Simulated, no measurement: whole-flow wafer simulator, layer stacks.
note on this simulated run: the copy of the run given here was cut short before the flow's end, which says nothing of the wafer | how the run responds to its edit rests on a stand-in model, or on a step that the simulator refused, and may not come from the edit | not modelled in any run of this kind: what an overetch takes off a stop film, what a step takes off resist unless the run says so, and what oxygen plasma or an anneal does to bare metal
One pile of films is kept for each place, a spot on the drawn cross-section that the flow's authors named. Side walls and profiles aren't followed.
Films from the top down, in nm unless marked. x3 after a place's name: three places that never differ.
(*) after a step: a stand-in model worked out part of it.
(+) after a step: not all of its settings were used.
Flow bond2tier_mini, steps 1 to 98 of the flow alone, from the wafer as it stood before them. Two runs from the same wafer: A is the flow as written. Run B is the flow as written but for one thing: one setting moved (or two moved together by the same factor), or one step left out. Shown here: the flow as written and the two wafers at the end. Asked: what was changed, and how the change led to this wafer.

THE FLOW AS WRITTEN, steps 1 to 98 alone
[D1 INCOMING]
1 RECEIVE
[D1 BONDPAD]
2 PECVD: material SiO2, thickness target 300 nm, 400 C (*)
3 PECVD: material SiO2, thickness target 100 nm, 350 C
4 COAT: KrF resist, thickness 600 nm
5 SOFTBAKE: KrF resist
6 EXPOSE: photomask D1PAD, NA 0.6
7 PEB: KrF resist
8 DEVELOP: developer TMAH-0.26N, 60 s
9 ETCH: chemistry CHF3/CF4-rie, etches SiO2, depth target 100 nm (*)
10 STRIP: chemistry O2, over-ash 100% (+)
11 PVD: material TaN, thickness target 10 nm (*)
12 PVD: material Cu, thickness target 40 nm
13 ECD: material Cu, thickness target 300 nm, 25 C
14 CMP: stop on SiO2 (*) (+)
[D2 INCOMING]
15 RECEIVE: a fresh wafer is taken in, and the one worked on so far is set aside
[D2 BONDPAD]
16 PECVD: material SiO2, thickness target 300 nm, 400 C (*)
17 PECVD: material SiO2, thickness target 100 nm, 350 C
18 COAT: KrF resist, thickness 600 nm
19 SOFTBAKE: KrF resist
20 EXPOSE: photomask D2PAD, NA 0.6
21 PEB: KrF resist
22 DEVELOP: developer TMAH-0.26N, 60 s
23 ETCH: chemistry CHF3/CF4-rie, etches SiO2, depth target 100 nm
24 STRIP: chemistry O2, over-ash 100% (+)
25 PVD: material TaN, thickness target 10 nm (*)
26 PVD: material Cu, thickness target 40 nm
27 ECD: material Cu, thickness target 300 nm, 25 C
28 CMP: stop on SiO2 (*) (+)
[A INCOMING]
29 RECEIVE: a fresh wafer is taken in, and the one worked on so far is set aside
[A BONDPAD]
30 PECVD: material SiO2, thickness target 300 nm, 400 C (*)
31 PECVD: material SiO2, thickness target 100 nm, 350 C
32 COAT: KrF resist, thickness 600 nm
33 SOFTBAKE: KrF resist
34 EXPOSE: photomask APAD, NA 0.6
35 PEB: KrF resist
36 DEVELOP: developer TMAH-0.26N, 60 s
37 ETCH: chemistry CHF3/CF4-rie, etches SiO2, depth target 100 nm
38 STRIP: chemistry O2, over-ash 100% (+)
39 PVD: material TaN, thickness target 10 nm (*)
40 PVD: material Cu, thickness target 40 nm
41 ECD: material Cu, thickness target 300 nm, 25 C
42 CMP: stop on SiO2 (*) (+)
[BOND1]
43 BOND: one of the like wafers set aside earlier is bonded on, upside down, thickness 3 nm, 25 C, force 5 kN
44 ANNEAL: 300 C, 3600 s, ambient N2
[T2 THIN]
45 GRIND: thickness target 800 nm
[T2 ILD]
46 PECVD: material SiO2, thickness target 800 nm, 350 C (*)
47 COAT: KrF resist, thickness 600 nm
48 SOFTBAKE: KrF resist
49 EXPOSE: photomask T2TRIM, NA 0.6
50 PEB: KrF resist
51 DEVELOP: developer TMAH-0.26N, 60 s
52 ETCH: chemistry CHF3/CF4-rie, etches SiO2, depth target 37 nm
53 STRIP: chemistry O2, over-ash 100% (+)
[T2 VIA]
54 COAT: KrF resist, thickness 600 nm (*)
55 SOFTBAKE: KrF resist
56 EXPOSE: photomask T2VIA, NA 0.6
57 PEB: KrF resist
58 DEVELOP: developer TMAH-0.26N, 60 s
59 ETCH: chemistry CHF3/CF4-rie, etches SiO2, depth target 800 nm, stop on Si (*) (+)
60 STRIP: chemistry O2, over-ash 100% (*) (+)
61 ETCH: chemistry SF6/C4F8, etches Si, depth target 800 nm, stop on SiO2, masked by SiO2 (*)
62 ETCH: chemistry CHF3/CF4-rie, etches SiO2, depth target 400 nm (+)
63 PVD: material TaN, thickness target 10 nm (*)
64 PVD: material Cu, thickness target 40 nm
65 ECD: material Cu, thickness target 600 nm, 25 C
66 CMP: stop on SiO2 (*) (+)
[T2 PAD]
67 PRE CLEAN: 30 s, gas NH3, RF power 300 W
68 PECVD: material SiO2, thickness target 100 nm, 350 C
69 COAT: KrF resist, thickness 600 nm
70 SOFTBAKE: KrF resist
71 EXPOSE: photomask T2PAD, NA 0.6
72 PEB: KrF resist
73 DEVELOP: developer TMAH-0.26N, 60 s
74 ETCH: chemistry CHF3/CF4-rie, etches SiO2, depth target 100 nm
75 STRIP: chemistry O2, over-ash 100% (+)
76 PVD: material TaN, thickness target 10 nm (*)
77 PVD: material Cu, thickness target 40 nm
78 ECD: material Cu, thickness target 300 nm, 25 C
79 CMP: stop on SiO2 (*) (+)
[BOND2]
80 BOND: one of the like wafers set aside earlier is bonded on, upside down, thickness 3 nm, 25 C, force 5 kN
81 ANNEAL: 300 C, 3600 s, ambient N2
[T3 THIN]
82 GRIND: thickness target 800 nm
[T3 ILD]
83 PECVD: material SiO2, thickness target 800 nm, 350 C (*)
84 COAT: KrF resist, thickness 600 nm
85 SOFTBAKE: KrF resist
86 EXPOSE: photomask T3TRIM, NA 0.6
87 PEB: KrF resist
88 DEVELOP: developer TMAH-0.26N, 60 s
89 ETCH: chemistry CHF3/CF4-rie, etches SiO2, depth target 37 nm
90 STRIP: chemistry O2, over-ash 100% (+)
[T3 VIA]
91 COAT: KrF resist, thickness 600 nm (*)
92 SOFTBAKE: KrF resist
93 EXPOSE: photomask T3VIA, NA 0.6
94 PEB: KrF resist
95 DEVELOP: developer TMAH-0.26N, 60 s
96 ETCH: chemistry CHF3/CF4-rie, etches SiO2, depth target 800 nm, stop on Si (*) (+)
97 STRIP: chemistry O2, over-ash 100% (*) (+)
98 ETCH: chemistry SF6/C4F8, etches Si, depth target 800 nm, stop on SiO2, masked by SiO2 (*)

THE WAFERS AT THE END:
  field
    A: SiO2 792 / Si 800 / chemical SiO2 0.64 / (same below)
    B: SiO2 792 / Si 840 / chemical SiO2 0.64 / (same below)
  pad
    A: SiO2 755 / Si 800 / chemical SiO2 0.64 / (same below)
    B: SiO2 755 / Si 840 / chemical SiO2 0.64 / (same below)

The cause: step 82, GRIND: thickness target 840 nm was run, where the flow has thickness target 800 nm.
It can be read off the wafer: field has Si 840, and step 82 as written asks for 800 nm.

How the change led to this, step by step:
  82 GRIND: thickness target 800 nm
      field, pad: A Si -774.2 um | B Si -774.16 um
